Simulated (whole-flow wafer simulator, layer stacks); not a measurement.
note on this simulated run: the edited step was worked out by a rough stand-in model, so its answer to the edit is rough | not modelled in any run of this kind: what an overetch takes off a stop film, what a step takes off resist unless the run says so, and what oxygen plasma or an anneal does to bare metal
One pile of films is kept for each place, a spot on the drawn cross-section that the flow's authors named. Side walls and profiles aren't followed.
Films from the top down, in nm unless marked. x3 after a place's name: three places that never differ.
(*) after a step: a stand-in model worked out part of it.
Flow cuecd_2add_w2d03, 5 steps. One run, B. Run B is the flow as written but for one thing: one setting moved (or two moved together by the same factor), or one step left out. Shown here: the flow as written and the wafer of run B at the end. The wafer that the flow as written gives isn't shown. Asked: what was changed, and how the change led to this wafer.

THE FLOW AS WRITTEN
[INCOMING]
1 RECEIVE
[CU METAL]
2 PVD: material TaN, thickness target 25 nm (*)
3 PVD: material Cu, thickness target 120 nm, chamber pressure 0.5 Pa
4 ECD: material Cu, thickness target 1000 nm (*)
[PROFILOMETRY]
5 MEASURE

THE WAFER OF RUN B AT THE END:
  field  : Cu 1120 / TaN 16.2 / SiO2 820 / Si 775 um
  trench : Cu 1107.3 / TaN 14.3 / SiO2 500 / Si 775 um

The cause: step 2, PVD: thickness target 16.2 nm was run, where the flow has thickness target 25 nm.
It can be read off the wafer: field has TaN 16.2, and step 2 as written asks for 25 nm.

How the change led to this, step by step:
  2 PVD: material TaN, thickness target 25 nm (*)
      field: TaN +16.2 (new film) (as written it would be: TaN +25 (new film))
      trench: TaN +14.3 (new film) (as written it would be: TaN +22.1 (new film))
